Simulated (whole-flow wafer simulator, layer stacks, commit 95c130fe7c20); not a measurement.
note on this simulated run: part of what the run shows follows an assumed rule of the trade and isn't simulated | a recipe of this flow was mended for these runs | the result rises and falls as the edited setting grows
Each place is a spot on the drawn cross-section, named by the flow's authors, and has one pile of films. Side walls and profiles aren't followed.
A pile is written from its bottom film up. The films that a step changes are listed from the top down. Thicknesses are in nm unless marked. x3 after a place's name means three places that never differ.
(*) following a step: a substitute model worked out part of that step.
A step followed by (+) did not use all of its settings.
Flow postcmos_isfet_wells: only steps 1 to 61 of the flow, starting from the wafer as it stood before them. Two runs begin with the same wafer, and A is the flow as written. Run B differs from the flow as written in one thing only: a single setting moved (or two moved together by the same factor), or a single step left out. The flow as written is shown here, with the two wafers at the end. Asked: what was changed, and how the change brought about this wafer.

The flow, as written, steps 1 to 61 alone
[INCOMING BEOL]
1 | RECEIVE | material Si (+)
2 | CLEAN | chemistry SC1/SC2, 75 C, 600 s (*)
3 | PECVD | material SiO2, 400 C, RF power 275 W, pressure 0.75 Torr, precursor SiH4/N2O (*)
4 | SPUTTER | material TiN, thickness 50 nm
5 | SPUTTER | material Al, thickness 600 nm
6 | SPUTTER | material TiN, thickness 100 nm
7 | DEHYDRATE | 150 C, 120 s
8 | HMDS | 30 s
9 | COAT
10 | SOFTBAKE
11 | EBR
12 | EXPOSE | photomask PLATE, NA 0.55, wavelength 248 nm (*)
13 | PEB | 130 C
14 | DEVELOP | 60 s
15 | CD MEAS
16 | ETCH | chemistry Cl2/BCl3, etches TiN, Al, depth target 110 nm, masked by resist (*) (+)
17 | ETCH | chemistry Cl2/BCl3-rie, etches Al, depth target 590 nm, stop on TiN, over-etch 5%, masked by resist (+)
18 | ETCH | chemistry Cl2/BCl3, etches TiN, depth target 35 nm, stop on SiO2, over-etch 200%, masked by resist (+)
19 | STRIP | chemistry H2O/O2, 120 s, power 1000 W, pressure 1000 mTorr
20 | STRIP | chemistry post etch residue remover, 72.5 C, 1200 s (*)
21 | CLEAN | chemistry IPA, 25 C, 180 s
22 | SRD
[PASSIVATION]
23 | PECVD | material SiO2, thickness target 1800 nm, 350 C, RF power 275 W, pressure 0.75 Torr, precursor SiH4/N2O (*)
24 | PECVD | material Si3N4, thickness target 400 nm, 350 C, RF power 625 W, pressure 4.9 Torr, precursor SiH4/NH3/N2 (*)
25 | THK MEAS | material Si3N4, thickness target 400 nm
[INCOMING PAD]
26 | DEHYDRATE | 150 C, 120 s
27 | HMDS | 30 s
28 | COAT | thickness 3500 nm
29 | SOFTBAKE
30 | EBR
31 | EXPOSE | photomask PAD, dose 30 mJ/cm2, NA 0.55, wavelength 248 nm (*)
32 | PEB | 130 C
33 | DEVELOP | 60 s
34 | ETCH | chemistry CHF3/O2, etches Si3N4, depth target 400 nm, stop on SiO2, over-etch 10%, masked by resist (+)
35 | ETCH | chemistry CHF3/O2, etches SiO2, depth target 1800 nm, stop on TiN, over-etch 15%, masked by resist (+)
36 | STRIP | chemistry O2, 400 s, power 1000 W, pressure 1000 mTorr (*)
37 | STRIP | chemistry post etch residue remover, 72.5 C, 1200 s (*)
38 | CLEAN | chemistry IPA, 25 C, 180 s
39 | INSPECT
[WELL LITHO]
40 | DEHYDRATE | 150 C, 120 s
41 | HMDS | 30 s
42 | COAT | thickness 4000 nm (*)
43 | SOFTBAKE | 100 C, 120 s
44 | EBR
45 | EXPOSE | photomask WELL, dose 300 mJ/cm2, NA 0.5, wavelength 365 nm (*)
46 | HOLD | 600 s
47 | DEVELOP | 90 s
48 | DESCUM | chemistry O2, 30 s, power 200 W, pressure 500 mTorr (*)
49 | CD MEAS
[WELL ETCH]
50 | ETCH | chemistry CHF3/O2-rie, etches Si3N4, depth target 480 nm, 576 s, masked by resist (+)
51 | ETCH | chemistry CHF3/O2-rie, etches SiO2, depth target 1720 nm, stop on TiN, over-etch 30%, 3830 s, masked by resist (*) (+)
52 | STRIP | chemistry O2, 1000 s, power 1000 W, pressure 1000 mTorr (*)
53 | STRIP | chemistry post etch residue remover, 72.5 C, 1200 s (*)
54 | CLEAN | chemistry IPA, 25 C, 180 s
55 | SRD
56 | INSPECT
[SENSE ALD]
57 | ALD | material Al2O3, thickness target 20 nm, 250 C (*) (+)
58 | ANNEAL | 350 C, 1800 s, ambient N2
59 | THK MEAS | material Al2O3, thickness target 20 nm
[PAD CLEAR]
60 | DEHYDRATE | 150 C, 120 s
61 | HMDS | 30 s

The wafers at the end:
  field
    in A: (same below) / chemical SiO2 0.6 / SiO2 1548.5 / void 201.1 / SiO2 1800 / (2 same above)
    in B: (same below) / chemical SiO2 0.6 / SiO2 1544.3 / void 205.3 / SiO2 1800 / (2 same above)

The reason: step 17, ETCH: depth target 632 nm was run, though the flow has depth target 590 nm.

The path from the change to this, step by step:
  17 | ETCH | chemistry Cl2/BCl3-rie, etches Al, depth target 590 nm, stop on TiN, over-etch 5%, masked by resist (+)
      margin x2, well900 x4, pad_clr, pad_open: A -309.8 thick-KrF-resist | B -331.8 thick-KrF-resist
      field: A -590 Al (all of it), -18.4 TiN | B -590 Al (all of it), -46 TiN
  18 | ETCH | chemistry Cl2/BCl3, etches TiN, depth target 35 nm, stop on SiO2, over-etch 200%, masked by resist (+)
      margin x2, well900 x4, pad_clr, pad_open: A -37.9 thick-KrF-resist | B -4.8 thick-KrF-resist
      field: A -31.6 TiN (all of it), -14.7 SiO2 | B -4 TiN (all of it), -20.2 SiO2
  23 | PECVD | material SiO2, thickness target 1800 nm, 350 C, RF power 275 W, pressure 0.75 Torr, precursor SiH4/N2O (*)
      field: A +1800 SiO2 (new film), +201.1 void (new film), +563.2 SiO2 | B +1800 SiO2 (new film), +205.3 void (new film), +564.5 SiO2
